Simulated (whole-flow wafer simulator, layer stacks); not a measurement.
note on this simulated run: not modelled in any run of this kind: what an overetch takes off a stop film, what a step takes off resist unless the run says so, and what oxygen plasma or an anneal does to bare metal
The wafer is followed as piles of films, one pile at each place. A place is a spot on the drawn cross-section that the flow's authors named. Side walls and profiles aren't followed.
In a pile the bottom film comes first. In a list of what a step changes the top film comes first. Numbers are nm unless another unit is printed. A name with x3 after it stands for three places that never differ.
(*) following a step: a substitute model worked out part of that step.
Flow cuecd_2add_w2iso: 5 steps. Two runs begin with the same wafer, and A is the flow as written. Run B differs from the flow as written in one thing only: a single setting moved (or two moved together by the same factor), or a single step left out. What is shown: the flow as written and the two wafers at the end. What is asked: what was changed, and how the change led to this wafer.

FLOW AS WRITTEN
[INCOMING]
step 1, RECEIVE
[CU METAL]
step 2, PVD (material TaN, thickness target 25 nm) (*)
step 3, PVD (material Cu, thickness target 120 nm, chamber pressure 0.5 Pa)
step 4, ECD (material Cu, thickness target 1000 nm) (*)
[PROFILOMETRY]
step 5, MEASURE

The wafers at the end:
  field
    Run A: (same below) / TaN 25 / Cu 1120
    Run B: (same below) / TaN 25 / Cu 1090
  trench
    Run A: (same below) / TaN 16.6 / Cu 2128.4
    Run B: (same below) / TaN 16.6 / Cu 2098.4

The reason: step 3, PVD: thickness target 90 nm was run, while the flow as written has thickness target 120 nm.

The path from the change to this, step by step:
  step 3, PVD (material Cu, thickness target 120 nm, chamber pressure 0.5 Pa)
      field: A +120 Cu (new film) | B +90 Cu (new film)
      trench: A +80.8 Cu (new film) | B +60.7 Cu (new film)
